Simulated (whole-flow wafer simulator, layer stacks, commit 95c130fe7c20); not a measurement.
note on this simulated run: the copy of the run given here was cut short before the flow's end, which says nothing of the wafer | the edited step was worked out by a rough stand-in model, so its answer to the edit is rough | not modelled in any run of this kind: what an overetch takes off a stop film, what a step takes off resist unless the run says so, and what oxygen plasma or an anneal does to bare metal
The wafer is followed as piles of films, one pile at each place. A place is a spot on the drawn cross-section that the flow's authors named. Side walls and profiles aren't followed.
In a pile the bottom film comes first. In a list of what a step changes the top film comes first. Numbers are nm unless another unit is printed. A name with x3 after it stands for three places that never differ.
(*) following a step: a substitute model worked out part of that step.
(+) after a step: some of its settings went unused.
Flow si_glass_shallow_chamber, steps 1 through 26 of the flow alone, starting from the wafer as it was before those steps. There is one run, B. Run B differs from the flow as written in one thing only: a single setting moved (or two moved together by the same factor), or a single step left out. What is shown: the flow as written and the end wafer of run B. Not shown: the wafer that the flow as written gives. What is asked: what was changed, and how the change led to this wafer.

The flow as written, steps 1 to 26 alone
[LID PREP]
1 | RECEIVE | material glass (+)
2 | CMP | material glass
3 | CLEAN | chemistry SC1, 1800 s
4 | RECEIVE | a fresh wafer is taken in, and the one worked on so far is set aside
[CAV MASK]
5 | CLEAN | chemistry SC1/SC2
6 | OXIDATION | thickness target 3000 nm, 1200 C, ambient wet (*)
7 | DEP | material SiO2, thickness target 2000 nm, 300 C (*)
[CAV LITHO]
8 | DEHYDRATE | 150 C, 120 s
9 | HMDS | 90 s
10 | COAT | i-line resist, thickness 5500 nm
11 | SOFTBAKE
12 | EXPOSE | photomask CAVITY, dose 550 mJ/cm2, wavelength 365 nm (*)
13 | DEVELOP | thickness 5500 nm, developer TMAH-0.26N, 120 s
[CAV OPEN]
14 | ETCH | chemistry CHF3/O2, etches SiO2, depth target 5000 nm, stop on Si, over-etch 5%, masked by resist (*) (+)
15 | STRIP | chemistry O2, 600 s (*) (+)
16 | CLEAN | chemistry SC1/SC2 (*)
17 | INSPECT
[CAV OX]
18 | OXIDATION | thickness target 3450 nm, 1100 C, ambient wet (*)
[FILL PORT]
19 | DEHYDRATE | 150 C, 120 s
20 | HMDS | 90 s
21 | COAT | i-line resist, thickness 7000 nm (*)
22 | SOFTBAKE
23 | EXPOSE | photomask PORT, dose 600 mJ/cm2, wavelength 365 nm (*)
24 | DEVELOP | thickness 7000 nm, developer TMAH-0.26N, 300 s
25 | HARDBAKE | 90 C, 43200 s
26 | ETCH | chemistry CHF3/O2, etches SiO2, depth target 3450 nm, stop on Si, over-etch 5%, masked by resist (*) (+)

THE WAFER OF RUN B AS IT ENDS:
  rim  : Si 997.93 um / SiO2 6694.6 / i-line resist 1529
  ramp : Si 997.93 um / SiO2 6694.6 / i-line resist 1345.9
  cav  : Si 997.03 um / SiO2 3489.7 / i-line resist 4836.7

The reason: step 6, OXIDATION: thickness target 3698 nm was run, whereas the flow has thickness target 3000 nm.

How this came from the change, step by step:
  6 | OXIDATION | thickness target 3000 nm, 1200 C, ambient wet (*)
      rim, ramp, cav, port, septum, ring: SiO2 gains 3698 (new film), chemical SiO2 loses 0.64 (all of it), Si loses 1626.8 (as written it would have been: SiO2 gains 3000 (new film), chemical SiO2 loses 0.64 (all of it), Si loses 1319.7)
  14 | ETCH | chemistry CHF3/O2, etches SiO2, depth target 5000 nm, stop on Si, over-etch 5%, masked by resist (*) (+)
      cav, port: SiO2 loses 5250 (as written it would have been: SiO2 loses 5000 (all of it), Si loses 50)
  15 | STRIP | chemistry O2, 600 s (*) (+)
      cav, port: nothing (as written it would have been: chemical SiO2 gains 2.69 (new film), Si loses 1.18)
  18 | OXIDATION | thickness target 3450 nm, 1100 C, ambient wet (*)
      cav, port: SiO2 gains 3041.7, Si loses 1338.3 (as written it would have been: SiO2 gains 3450 (new film), chemical SiO2 loses 2.69 (all of it), Si loses 1516.8)
      rim, ramp, septum, ring: SiO2 gains 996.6, Si loses 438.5 (as written it would have been: SiO2 gains 1109.8, Si loses 488.3)
  21 | COAT | i-line resist, thickness 7000 nm (*)
      rim: i-line resist gains 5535 (new film) (as written it would have been: i-line resist gains 5660.1 (new film))
      ramp: i-line resist gains 4915.5 (new film) (as written it would have been: i-line resist gains 5087.8 (new film))
  22 | SOFTBAKE
      rim: i-line resist loses 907 (as written it would have been: i-line resist loses 849)
      ramp: i-line resist loses 476.7 (as written it would have been: i-line resist loses 434.5)
      (and at 3 other places as well)
  25 | HARDBAKE | 90 C, 43200 s
      rim: i-line resist loses 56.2 (as written it would have been: i-line resist loses 62.5)
      ramp: i-line resist loses 50.1 (as written it would have been: i-line resist loses 57.1)
      (and at 1 other place as well)
  26 | ETCH | chemistry CHF3/O2, etches SiO2, depth target 3450 nm, stop on Si, over-etch 5%, masked by resist (*) (+)
      port: SiO2 loses 3489.7 (all of it), Si loses 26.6 (as written it would have been: SiO2 loses 3450 (all of it), Si loses 34.5)
